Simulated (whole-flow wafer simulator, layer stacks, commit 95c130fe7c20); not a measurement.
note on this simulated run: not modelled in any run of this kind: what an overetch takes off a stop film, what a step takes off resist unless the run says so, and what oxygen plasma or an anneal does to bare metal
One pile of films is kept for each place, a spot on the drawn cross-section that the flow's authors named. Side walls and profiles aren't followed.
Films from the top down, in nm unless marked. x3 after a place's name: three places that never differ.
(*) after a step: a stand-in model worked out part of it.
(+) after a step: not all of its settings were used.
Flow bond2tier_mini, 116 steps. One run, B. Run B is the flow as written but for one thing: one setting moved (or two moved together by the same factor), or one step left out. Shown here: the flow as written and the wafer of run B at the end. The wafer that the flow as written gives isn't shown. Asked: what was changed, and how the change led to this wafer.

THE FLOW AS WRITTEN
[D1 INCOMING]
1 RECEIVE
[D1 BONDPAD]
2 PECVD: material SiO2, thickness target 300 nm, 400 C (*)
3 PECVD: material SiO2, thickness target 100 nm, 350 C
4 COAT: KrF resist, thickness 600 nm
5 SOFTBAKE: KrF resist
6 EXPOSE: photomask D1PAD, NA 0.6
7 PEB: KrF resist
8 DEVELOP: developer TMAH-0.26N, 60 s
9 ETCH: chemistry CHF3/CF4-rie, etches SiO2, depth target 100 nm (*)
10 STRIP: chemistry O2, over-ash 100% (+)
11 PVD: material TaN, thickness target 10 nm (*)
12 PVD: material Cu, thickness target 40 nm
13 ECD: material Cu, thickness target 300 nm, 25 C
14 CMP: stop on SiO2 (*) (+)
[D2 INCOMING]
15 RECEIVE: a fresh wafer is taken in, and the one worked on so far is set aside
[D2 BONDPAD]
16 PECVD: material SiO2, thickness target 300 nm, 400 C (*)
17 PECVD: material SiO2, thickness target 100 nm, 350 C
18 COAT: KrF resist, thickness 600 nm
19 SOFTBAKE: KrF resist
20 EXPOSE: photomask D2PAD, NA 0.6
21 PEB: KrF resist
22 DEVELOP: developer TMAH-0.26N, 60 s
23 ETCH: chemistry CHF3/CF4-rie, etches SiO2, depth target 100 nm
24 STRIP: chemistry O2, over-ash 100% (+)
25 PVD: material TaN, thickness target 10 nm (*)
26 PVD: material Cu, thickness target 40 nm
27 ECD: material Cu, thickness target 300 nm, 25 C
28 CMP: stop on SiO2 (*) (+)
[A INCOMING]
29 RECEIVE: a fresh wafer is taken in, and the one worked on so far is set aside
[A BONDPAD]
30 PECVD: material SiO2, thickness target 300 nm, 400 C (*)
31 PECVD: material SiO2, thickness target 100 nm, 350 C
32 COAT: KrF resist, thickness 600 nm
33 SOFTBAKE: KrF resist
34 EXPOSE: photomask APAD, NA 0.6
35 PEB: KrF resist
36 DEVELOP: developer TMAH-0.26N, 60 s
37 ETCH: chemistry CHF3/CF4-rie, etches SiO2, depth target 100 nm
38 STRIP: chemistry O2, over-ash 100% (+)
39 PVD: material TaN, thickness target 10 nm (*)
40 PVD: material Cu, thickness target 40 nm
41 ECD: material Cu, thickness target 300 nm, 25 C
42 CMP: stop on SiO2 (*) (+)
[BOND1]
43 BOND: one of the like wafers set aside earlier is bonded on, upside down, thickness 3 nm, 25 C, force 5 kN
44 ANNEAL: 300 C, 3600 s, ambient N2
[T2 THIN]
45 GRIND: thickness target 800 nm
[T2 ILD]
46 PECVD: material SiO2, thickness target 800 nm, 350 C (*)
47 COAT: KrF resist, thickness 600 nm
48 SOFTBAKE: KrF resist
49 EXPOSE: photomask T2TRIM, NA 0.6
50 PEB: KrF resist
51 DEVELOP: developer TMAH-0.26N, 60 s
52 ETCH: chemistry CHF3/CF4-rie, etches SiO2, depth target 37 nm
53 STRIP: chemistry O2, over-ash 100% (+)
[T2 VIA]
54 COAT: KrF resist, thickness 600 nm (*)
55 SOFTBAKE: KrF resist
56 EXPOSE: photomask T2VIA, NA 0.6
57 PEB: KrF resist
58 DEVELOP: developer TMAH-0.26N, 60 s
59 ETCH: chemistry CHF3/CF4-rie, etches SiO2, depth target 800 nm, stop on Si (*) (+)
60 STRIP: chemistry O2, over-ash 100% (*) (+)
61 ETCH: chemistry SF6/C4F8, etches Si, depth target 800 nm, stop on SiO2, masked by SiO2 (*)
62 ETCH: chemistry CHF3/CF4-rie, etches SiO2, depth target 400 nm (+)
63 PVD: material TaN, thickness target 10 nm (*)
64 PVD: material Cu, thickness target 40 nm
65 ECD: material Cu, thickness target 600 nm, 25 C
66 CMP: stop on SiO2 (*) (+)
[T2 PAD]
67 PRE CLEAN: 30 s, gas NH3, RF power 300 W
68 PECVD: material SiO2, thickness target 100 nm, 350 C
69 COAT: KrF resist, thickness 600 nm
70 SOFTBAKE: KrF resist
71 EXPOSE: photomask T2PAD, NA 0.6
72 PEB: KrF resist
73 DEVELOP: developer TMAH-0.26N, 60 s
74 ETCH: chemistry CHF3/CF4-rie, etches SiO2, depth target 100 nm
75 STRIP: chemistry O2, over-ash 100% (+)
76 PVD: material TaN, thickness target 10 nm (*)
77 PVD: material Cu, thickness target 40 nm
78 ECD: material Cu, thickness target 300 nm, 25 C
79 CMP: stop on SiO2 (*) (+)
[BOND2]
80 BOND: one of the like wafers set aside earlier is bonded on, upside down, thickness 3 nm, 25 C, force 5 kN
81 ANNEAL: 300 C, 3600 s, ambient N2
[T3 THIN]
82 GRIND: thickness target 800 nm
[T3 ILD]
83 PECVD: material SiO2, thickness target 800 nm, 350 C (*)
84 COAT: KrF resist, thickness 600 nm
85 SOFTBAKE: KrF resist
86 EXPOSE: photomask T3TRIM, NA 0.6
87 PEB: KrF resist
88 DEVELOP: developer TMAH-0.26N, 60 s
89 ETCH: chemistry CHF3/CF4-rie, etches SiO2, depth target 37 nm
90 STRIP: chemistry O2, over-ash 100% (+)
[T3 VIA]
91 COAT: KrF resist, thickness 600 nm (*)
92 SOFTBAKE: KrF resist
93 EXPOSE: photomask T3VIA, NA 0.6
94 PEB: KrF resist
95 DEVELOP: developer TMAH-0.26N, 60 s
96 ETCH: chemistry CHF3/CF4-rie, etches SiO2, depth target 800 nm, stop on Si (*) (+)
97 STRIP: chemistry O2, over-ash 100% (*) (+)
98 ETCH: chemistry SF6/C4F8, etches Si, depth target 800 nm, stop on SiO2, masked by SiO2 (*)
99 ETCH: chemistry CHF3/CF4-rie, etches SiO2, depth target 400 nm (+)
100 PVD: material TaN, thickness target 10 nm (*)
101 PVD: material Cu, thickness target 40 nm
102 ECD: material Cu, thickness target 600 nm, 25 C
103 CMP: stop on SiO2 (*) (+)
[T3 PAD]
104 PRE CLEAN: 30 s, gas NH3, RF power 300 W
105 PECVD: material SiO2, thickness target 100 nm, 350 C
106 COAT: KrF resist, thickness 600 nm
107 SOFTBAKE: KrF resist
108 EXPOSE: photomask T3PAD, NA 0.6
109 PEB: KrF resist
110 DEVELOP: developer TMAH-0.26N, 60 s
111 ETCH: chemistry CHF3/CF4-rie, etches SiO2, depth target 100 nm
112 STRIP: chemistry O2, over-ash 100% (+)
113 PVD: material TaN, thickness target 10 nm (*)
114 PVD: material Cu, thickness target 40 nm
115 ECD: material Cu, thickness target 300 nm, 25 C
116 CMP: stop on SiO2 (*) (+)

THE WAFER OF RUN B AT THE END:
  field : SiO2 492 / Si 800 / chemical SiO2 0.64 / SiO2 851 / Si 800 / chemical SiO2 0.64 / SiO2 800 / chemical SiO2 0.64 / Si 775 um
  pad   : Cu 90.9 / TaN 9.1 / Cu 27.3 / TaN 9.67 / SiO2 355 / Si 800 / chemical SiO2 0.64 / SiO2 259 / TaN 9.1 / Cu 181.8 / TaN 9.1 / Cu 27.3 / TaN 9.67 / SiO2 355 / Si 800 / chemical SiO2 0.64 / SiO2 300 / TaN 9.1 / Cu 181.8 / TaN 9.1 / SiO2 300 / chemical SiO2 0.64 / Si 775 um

The cause: step 17, PECVD: thickness target 59 nm was run, where the flow has thickness target 100 nm.

How the change led to this, step by step:
  17 PECVD: material SiO2, thickness target 100 nm, 350 C
      field, pad, via: SiO2 +59 (as written it would be: SiO2 +100)
  80 BOND: one of the like wafers set aside earlier is bonded on, upside down, thickness 3 nm, 25 C, force 5 kN
      field: Si +775 um (new film), chemical SiO2 +0.64 (new film), SiO2 +359 (as written it would be: Si +775 um (new film), chemical SiO2 +0.64 (new film), SiO2 +400)
      pad: Si +775 um (new film), chemical SiO2 +0.64 (new film), SiO2 +259 (new film), TaN +9.1 (new film), Cu +90.9 (as written it would be: Si +775 um (new film), chemical SiO2 +0.64 (new film), SiO2 +300 (new film), TaN +9.1 (new film), Cu +90.9)
